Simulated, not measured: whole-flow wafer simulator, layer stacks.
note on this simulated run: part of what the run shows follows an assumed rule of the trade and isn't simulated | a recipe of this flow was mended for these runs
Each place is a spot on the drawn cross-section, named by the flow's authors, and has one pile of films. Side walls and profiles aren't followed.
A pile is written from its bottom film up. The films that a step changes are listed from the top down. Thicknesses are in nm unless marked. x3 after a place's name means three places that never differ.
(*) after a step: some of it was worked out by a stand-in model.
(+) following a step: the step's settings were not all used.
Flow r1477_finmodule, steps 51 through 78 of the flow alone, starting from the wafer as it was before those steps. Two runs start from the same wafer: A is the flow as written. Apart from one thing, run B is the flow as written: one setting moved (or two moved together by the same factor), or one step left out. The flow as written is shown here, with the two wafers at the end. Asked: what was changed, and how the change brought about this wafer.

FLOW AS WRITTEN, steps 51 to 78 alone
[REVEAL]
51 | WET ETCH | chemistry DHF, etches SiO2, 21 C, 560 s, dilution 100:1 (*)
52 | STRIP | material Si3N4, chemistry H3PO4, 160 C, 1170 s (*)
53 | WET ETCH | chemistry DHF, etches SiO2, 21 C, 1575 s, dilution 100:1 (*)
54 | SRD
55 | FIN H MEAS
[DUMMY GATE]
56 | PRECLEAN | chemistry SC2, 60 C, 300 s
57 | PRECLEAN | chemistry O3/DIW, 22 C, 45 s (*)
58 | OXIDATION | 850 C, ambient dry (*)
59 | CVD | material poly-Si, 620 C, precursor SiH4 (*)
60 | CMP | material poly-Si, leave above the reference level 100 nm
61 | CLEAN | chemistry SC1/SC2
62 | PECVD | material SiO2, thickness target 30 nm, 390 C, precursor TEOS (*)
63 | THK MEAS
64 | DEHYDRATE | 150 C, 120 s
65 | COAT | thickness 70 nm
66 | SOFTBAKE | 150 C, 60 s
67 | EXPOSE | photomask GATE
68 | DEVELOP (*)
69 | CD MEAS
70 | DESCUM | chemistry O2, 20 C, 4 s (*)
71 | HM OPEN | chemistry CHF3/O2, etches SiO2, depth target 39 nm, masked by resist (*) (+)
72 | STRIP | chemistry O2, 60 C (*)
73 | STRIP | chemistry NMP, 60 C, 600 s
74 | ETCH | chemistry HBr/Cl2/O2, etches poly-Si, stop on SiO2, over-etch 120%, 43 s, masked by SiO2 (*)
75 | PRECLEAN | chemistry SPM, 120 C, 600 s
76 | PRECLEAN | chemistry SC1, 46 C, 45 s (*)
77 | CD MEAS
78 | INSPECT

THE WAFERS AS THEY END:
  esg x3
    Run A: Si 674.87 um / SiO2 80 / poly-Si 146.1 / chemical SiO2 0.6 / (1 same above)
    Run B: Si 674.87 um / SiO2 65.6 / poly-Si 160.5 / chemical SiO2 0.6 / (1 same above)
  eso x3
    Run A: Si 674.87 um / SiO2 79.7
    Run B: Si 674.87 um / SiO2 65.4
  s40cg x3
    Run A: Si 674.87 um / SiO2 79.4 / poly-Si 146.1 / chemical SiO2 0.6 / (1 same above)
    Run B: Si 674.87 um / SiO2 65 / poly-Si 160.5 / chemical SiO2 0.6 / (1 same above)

The reason: step 53, WET ETCH: 25.2 C was run, though the flow has 21 C.

Step by step, how the change led to this:
  53 | WET ETCH | chemistry DHF, etches SiO2, 21 C, 1575 s, dilution 100:1 (*)
      esg x3, e200sg, s40cg x3, s40sg x3, eso x3, e200so, s40co x3, s40so x3: A SiO2 loses 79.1 | B SiO2 loses 93.5
      pad, padg: A SiO2 loses 85.7 | B SiO2 loses 101.3
  59 | CVD | material poly-Si, 620 C, precursor SiH4 (*)
      esg x3, s40cg x3, s40sg x3, eso x3, s40co x3, s40so x3: A poly-Si gains 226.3 (new film) | B poly-Si gains 240.7 (new film)
      e200sg, e200so: A poly-Si gains 219.2 (new film) | B poly-Si gains 240.7 (new film)
  60 | CMP | material poly-Si, leave above the reference level 100 nm
      pad, padg: A poly-Si loses 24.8 | B poly-Si loses 9.2
      e200sg, e200so: A poly-Si loses 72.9 | B poly-Si loses 80
  74 | ETCH | chemistry HBr/Cl2/O2, etches poly-Si, stop on SiO2, over-etch 120%, 43 s, masked by SiO2 (*)
      eso x3, e200so, s40co x3, s40so x3: A chemical SiO2 loses 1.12 (all of it), poly-Si loses 143.9 (all of it), SiO2 loses 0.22 | B chemical SiO2 loses 1.12 (all of it), poly-Si loses 158.3 (all of it), SiO2 loses 0.14
      pad: A chemical SiO2 loses 1.12 (all of it), poly-Si loses 152.8 (all of it), SiO2 loses 0.17 | B chemical SiO2 loses 1.12 (all of it), poly-Si loses 168.4 (all of it), SiO2 loses 0.09
